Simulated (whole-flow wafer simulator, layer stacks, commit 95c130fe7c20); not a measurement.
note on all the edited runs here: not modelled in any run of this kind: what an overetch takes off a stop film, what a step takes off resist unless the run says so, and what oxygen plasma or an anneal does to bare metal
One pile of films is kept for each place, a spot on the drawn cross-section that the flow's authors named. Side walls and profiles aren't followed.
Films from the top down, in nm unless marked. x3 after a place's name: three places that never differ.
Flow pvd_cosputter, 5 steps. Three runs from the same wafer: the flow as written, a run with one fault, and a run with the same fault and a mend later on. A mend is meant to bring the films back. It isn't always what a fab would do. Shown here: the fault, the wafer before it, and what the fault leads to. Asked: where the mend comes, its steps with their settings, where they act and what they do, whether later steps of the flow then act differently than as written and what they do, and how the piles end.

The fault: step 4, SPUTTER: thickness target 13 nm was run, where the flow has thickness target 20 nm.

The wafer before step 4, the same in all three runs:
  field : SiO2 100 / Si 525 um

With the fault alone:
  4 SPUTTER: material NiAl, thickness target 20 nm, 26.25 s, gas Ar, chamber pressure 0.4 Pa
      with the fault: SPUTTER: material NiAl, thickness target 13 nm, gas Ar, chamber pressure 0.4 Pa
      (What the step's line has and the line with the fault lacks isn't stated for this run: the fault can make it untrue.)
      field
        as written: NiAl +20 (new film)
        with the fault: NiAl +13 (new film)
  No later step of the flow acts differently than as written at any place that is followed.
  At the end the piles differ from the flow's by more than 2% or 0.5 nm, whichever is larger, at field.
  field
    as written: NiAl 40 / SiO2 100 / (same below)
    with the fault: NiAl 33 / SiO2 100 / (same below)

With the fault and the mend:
  The mend comes after step 4.
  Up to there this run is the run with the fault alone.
  4a SPUTTER: material NiAl, thickness target 7 nm, gas Ar, chamber pressure 0.4 Pa (the flow's step 4 once more, with other settings)
      field
        NiAl +7
  No later step of the flow acts differently than as written at any place that is followed.
  At the end the piles are the same as the flow's at every place that both follow.
